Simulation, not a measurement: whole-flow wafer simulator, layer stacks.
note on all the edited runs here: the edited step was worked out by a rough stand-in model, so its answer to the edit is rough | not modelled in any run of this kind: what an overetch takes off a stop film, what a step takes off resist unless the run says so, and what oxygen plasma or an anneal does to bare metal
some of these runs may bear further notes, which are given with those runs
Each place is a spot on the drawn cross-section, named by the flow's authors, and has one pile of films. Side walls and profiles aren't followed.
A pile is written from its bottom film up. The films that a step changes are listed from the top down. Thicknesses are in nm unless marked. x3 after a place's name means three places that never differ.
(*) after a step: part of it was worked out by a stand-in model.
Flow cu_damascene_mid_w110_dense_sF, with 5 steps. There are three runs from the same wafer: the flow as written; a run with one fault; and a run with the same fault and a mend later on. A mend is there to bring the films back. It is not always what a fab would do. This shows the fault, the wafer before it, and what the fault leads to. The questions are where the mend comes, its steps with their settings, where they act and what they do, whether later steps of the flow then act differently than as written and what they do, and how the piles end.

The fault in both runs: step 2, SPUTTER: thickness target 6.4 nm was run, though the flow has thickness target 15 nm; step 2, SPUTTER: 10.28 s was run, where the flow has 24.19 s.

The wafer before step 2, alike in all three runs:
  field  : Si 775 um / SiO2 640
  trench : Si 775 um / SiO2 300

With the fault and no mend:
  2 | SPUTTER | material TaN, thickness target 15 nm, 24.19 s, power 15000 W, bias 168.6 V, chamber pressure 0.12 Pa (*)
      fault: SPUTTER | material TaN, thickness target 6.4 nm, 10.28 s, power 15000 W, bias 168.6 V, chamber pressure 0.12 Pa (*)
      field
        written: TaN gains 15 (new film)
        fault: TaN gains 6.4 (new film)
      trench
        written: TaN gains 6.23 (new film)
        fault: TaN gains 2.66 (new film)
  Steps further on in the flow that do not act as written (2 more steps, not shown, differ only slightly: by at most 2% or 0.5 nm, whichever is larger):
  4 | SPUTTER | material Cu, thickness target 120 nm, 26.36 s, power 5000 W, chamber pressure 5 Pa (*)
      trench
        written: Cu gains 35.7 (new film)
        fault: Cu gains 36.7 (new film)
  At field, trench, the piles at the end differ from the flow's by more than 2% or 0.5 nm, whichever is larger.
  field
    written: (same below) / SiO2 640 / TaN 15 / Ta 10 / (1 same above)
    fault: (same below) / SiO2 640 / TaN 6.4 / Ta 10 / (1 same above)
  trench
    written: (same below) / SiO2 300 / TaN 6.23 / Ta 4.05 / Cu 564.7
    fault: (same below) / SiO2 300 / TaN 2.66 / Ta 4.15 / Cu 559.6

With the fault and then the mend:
  The mend follows step 2.
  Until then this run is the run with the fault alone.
  2a | SPUTTER | material TaN, thickness target 8.6 nm, 13.87 s, power 15000 W, bias 168.6 V, chamber pressure 0.12 Pa (*) (the flow's step 2 again, with other settings)
      field
        TaN gains 8.6
      trench
        TaN gains 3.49
  Every later step of the flow that is run acts as written, at every place that is followed, to within 2% or 0.5 nm, whichever is larger.
  At the end the piles are close to the flow's at the places that both follow, differing by at most 2% or 0.5 nm, whichever is larger.
